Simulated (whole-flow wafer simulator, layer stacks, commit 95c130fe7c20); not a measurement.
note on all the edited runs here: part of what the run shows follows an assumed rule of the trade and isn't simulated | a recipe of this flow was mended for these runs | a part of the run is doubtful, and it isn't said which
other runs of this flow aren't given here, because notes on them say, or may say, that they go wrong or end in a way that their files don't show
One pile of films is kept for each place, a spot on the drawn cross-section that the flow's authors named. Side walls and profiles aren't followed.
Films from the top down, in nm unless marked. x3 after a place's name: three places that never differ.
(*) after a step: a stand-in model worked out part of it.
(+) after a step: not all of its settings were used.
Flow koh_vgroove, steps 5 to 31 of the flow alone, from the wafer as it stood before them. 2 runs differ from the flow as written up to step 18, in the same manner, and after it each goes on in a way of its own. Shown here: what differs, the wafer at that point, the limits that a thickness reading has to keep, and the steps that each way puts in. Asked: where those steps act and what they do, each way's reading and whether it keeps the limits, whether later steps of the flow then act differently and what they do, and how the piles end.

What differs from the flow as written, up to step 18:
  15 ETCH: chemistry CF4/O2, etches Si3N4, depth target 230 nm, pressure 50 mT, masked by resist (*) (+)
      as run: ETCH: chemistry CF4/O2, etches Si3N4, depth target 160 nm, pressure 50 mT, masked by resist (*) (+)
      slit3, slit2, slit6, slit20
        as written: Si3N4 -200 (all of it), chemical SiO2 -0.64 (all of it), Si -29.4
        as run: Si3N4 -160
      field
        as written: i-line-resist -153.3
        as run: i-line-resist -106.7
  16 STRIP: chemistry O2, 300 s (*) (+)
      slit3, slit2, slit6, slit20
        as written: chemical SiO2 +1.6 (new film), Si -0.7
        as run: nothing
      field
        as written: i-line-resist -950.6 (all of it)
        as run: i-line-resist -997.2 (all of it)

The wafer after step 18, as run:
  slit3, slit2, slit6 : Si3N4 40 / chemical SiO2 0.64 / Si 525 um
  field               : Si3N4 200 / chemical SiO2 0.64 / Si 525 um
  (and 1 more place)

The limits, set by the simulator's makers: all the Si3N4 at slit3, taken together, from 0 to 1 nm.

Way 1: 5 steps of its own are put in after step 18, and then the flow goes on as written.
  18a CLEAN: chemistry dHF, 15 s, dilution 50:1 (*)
      field, slit3, slit2, slit6, slit20
        Si3N4 -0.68
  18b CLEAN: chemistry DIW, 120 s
      changes no film at any place that is followed
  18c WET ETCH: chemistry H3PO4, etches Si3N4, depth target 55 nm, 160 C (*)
      slit3, slit2, slit6, slit20
        Si3N4 -39.3 (all of it), chemical SiO2 -0.64 (all of it), Si -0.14
      field
        Si3N4 -55
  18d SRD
      changes no film at any place that is followed
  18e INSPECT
      changes no film at any place that is followed
  The reading after step 18e: 0 nm, within the limits.
  Later steps of the flow that act differently than as written:
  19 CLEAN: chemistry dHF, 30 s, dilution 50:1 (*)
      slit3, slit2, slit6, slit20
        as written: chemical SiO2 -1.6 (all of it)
        this way: nothing
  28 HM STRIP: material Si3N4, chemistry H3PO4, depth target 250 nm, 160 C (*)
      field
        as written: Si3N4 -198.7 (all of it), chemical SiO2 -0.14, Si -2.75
        this way: Si3N4 -143.5 (all of it), chemical SiO2 -0.14, Si -5.51
  At the end the piles differ from the flow's only slightly at the places that both follow, by at most 2% or 0.5 nm, whichever is larger.

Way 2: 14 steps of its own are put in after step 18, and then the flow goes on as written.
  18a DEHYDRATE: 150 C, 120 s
      changes no film at any place that is followed
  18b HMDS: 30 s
      changes no film at any place that is followed
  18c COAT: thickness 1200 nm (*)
      field
        i-line-resist +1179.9 (new film)
      slit3
        i-line-resist +1310.8 (new film)
      slit2
        i-line-resist +1320.5 (new film)
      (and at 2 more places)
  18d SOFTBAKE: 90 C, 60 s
      field
        i-line-resist -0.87
      slit3
        i-line-resist +1.06
      slit2
        i-line-resist +1.59
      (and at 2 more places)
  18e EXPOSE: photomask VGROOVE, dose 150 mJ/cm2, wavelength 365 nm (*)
      changes no film at any place that is followed
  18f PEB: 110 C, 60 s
      field
        i-line-resist -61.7
      slit3
        i-line-resist -68.9
      slit2
        i-line-resist -69.5
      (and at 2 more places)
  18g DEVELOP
      slit3
        i-line-resist -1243 (all of it)
      slit2
        i-line-resist -1252.6 (all of it)
      slit6
        i-line-resist -1226.5 (all of it)
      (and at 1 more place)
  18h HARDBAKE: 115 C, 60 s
      field
        i-line-resist -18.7
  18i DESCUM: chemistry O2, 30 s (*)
      field
        i-line-resist -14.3
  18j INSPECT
      changes no film at any place that is followed
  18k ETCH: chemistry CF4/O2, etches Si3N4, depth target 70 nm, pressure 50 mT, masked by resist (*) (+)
      slit3, slit2, slit6, slit20
        Si3N4 -40 (all of it), chemical SiO2 -0.64 (all of it), Si -29.4
      field
        i-line-resist -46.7
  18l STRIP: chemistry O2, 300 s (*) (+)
      slit3, slit2, slit6, slit20
        chemical SiO2 +1.6 (new film), Si -0.7
      field
        i-line-resist -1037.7 (all of it)
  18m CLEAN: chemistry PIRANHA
      changes no film at any place that is followed
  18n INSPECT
      changes no film at any place that is followed
  The reading after step 18n: 0 nm, within the limits.
  No later step of the flow acts differently than as written at any place that is followed.
  At the end the piles are the same as the flow's at every place that both follow.

Within the limits: way 1, way 2.
